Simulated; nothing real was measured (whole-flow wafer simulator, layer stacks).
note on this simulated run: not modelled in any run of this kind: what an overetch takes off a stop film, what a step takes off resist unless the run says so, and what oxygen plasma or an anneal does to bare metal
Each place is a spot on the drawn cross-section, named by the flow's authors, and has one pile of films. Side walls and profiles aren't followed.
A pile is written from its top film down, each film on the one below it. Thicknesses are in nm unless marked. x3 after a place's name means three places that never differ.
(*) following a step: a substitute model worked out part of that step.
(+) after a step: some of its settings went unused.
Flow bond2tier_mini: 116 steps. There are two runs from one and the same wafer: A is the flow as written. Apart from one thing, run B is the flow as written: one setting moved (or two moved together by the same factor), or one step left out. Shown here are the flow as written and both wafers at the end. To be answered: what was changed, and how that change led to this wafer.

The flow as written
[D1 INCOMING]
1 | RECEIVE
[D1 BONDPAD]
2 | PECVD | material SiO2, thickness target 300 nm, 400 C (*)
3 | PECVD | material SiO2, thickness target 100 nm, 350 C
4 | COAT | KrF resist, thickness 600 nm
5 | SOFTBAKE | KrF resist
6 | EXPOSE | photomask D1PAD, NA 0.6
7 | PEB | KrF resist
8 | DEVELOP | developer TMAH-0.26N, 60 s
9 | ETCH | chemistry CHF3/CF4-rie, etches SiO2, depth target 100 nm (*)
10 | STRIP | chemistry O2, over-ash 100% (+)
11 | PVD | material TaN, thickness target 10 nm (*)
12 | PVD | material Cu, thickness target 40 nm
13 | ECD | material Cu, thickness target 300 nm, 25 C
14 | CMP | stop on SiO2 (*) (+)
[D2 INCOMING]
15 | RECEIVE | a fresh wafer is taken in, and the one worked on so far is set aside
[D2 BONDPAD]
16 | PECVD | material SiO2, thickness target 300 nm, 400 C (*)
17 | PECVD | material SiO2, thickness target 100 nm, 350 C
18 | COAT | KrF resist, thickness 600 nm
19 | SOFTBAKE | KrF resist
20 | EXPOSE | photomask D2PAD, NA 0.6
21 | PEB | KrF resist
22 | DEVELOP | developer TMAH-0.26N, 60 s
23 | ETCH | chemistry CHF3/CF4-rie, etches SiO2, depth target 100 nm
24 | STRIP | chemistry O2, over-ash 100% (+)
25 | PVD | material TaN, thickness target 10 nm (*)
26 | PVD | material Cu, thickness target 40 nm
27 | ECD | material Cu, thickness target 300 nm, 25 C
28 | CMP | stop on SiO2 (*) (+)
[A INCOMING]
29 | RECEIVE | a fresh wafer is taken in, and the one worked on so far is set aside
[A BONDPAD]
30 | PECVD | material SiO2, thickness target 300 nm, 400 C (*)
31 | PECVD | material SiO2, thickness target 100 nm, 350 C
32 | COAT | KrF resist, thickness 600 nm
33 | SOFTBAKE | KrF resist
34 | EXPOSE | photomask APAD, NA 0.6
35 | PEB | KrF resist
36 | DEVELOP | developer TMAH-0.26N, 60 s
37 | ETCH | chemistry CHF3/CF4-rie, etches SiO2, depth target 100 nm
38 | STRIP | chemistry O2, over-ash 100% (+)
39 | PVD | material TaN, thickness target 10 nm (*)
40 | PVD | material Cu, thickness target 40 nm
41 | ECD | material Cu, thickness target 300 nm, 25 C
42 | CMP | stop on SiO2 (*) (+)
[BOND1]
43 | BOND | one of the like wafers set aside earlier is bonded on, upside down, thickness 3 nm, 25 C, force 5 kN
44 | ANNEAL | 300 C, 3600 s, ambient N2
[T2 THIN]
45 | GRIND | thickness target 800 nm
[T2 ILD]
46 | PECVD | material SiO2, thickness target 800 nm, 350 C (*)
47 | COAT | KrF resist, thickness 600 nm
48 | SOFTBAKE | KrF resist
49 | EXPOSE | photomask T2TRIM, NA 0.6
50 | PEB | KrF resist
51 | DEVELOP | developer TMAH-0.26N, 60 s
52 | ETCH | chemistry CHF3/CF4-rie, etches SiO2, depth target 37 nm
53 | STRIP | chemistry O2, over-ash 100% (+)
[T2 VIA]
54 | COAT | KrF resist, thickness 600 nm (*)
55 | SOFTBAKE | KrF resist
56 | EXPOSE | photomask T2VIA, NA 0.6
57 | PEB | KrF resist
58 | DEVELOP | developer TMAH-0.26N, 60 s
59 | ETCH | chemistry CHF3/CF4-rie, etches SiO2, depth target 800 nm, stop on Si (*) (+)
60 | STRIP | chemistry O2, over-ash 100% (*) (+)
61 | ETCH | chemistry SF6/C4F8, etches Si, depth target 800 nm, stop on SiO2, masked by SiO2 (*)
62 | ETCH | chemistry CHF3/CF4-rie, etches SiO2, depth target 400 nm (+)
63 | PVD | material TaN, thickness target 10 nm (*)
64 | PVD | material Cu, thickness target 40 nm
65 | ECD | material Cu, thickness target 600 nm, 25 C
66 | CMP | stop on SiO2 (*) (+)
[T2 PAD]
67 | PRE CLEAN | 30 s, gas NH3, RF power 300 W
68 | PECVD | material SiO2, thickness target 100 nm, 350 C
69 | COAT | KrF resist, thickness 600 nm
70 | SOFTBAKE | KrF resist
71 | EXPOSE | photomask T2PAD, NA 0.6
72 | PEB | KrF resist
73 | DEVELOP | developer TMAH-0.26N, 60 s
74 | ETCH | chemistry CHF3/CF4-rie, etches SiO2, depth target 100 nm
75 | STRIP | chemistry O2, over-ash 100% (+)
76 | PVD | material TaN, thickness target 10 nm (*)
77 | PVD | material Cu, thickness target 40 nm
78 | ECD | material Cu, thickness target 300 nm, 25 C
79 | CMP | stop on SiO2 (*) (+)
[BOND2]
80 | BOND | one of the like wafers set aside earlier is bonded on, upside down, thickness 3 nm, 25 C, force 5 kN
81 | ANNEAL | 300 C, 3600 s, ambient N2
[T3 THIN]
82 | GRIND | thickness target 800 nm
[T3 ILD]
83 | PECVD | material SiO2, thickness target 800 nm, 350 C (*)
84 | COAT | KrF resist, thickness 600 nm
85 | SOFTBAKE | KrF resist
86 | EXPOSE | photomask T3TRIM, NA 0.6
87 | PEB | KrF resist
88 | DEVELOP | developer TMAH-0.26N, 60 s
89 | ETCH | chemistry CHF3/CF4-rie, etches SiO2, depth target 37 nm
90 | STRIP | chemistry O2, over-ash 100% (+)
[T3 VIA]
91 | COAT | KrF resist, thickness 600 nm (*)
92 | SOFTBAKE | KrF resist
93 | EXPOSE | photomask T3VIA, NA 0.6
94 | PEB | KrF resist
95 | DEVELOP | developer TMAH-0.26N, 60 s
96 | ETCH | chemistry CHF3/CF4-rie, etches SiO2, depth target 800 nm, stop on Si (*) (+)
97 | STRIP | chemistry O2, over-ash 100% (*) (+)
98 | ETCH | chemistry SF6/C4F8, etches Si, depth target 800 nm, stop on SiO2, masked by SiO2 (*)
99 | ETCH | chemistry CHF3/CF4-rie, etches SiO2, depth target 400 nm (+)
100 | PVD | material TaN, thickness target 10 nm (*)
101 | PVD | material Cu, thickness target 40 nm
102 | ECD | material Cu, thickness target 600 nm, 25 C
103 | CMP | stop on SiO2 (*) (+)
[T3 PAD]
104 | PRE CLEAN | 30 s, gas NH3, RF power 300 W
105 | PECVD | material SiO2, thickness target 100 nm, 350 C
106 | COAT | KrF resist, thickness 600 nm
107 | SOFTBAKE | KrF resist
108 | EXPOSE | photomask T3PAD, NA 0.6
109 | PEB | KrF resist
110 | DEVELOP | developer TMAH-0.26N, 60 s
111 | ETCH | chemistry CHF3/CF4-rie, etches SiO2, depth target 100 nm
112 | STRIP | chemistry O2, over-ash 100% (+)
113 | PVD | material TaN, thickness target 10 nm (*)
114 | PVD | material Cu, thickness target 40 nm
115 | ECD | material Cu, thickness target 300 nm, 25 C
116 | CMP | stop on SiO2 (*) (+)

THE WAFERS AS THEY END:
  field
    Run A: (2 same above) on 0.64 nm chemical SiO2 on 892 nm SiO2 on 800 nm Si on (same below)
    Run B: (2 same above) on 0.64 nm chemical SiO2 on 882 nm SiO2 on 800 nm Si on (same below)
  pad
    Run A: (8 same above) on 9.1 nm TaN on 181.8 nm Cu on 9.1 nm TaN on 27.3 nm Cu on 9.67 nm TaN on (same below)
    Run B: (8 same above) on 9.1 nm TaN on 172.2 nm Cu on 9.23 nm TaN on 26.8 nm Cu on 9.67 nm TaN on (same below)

The reason: step 68, PECVD: thickness target 90 nm was run, whereas the flow has thickness target 100 nm.

How this came from the change, step by step:
  68 | PECVD | material SiO2, thickness target 100 nm, 350 C
      field: A +100 SiO2 | B +90 SiO2
      pad: A +100 SiO2 (new film) | B +90 SiO2 (new film)
  74 | ETCH | chemistry CHF3/CF4-rie, etches SiO2, depth target 100 nm
      pad: A -100 SiO2 (all of it) | B -90 SiO2 (all of it), -0.5 Cu
  78 | ECD | material Cu, thickness target 300 nm, 25 C
      pad: A +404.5 Cu | B +394.5 Cu
